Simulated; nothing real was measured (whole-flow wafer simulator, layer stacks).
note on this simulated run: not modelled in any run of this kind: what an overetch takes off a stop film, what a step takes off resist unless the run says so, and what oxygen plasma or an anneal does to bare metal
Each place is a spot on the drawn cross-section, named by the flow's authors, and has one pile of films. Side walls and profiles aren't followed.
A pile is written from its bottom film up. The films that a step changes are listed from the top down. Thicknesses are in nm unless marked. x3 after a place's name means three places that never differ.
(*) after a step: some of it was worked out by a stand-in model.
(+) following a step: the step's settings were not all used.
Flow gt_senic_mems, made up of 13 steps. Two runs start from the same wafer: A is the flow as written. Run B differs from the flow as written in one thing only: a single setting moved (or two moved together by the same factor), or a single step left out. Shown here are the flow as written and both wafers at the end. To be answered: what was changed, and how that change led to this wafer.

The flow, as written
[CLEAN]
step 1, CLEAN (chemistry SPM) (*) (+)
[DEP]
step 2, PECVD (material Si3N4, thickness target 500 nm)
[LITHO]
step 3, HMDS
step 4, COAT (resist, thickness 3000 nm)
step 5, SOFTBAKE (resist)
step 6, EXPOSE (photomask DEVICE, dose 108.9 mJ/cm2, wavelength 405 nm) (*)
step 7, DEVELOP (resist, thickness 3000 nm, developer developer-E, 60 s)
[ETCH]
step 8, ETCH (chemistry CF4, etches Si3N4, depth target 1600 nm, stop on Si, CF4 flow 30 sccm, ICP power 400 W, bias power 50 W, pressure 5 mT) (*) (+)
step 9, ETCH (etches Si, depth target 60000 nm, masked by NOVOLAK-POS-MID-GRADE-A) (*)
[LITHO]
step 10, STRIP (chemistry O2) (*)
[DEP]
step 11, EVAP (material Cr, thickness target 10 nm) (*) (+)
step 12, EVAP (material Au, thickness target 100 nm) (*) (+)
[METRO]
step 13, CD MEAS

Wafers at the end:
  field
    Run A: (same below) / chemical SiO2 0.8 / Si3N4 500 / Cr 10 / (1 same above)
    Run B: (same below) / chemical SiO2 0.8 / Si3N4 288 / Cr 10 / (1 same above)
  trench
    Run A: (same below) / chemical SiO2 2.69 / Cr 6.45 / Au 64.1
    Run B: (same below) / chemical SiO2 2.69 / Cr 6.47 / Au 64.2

What caused this: step 2, PECVD: thickness target 288 nm was run, while the flow as written has thickness target 500 nm.
The wafer itself shows it: field has Si3N4 288, and step 2 as written asks for 500 nm.

How this came from the change, step by step:
  step 2, PECVD (material Si3N4, thickness target 500 nm)
      field, trench: A Si3N4 gains 500 (new film) | B Si3N4 gains 288 (new film)
  step 8, ETCH (chemistry CF4, etches Si3N4, depth target 1600 nm, stop on Si, CF4 flow 30 sccm, ICP power 400 W, bias power 50 W, pressure 5 mT) (*) (+)
      field: A resist loses 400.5 | B resist loses 259.2
      trench: A Si3N4 loses 500 (all of it), chemical SiO2 loses 0.8 (all of it) | B Si3N4 loses 288 (all of it), chemical SiO2 loses 0.8 (all of it)
  step 10, STRIP (chemistry O2) (*)
      field: A resist loses 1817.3 (all of it) | B resist loses 1958.6 (all of it)
